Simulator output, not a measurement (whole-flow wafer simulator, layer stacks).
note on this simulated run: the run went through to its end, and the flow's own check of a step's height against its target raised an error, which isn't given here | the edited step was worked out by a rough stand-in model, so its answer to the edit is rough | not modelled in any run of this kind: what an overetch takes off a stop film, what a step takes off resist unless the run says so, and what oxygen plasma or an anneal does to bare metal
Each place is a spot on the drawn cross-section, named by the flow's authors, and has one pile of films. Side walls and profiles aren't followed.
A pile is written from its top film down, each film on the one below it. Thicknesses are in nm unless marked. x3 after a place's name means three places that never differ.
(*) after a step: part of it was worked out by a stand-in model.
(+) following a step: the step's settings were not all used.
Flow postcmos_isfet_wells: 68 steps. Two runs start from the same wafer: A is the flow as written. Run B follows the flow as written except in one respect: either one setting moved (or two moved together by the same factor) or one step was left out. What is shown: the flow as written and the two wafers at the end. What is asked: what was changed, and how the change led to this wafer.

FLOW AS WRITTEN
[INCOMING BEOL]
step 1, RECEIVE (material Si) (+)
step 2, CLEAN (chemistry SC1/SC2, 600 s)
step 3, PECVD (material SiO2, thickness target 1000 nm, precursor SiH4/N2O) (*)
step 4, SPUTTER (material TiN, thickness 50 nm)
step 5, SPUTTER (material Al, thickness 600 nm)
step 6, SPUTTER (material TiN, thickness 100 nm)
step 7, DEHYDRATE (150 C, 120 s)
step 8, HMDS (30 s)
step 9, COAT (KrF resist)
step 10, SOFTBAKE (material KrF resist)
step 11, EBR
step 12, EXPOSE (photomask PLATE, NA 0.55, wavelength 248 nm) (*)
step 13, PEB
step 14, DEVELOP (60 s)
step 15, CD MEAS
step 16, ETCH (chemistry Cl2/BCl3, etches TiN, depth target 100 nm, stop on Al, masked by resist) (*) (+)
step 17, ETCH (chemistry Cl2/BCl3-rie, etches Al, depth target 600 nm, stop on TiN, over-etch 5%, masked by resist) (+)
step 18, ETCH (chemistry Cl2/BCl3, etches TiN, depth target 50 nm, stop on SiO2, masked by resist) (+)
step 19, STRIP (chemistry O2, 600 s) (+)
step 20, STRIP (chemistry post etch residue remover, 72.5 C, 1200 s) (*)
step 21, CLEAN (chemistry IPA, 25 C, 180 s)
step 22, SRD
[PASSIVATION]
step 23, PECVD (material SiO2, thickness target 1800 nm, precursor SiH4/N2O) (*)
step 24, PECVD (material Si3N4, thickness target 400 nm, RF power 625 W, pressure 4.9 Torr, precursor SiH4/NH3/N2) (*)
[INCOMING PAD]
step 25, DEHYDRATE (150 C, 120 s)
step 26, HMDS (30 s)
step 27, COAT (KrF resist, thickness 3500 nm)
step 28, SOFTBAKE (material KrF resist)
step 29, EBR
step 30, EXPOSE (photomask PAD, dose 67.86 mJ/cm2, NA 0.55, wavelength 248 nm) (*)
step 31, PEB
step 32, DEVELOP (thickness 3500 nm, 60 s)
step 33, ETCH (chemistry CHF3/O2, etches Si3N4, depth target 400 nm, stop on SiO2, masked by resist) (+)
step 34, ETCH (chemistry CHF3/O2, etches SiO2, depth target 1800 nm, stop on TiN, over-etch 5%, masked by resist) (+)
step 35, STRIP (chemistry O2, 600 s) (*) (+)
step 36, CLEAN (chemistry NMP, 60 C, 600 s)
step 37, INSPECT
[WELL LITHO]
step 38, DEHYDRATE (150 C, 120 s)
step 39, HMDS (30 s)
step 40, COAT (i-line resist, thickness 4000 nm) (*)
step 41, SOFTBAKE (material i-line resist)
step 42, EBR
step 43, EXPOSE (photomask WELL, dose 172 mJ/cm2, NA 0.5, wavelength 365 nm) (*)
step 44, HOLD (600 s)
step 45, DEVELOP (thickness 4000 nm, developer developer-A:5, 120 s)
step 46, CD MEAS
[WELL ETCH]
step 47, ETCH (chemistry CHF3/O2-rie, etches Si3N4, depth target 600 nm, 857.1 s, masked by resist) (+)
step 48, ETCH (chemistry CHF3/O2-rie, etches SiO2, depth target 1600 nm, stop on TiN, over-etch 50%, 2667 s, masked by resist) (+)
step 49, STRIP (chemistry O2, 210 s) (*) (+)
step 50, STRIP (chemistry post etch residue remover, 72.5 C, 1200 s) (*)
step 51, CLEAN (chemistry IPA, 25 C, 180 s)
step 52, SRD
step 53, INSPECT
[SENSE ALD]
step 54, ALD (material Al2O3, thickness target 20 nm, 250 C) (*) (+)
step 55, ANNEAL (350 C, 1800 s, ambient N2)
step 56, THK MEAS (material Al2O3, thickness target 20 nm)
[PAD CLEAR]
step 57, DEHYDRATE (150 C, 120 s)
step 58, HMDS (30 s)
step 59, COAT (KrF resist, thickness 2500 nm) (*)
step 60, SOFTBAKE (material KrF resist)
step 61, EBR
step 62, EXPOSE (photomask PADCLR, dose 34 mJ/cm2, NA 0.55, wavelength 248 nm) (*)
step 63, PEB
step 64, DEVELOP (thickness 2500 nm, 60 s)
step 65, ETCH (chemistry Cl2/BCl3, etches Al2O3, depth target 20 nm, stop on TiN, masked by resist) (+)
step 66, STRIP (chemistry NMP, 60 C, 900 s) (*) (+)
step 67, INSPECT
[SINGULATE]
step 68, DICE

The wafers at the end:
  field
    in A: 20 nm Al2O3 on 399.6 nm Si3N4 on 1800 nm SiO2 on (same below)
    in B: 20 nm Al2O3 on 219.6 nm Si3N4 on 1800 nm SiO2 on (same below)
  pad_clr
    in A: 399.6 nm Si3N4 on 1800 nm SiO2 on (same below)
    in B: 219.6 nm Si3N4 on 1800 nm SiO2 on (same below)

What caused this: step 24, PECVD: thickness target 220 nm was run, though the flow has thickness target 400 nm.

How this came from the change, step by step:
  step 24, PECVD (material Si3N4, thickness target 400 nm, RF power 625 W, pressure 4.9 Torr, precursor SiH4/NH3/N2) (*)
      field, margin, well900, well1300 x3, pad_rim, pad_clr, pad_open: A Si3N4 gains 400 (new film) | B Si3N4 gains 220 (new film)
  step 33, ETCH (chemistry CHF3/O2, etches Si3N4, depth target 400 nm, stop on SiO2, masked by resist) (+)
      field, margin, well900, well1300 x3, pad_rim, pad_clr: A KrF resist loses 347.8 | B KrF resist loses 287
      pad_open: A Si3N4 loses 400 (all of it) | B Si3N4 loses 220 (all of it)
  step 35, STRIP (chemistry O2, 600 s) (*) (+)
      field, margin, well900, well1300 x3, pad_rim, pad_clr: A KrF resist loses 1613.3 (all of it) | B KrF resist loses 1674.2 (all of it)
  step 41, SOFTBAKE (material i-line resist)
      pad_clr: A i-line resist loses 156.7 | B i-line resist loses 138.8
      pad_open: A i-line resist gains 115.3 | B i-line resist gains 107.3
  step 47, ETCH (chemistry CHF3/O2-rie, etches Si3N4, depth target 600 nm, 857.1 s, masked by resist) (+)
      well900, well1300 x3: A Si3N4 loses 400 (all of it), SiO2 loses 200 | B Si3N4 loses 220 (all of it), SiO2 loses 380
  step 48, ETCH (chemistry CHF3/O2-rie, etches SiO2, depth target 1600 nm, stop on TiN, over-etch 50%, 2667 s, masked by resist) (+)
      well900, well1300 x3: A SiO2 loses 1600 (all of it) | B SiO2 loses 1420 (all of it)
  step 49, STRIP (chemistry O2, 210 s) (*) (+)
      pad_clr: A i-line resist loses 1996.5 (all of it) | B i-line resist loses 2070.6 (all of it)
  step 59, COAT (KrF resist, thickness 2500 nm) (*)
      field: A KrF resist gains 1449 (new film) | B KrF resist gains 1535 (new film)
      margin: A KrF resist gains 1448.9 (new film) | B KrF resist gains 1534.9 (new film)
      (as well as at 1 more place)
  step 63, PEB
      field, margin: A KrF resist loses 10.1 | B KrF resist loses 10.7
  step 64, DEVELOP (thickness 2500 nm, 60 s)
      pad_clr: A KrF resist loses 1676 (all of it) | B KrF resist loses 1736.2 (all of it)
  step 66, STRIP (chemistry NMP, 60 C, 900 s) (*) (+)
      field: A KrF resist loses 1400.1 (all of it) | B KrF resist loses 1485.5 (all of it)
      margin: A KrF resist loses 1400.1 (all of it) | B KrF resist loses 1485.4 (all of it)
      (as well as at 1 more place)
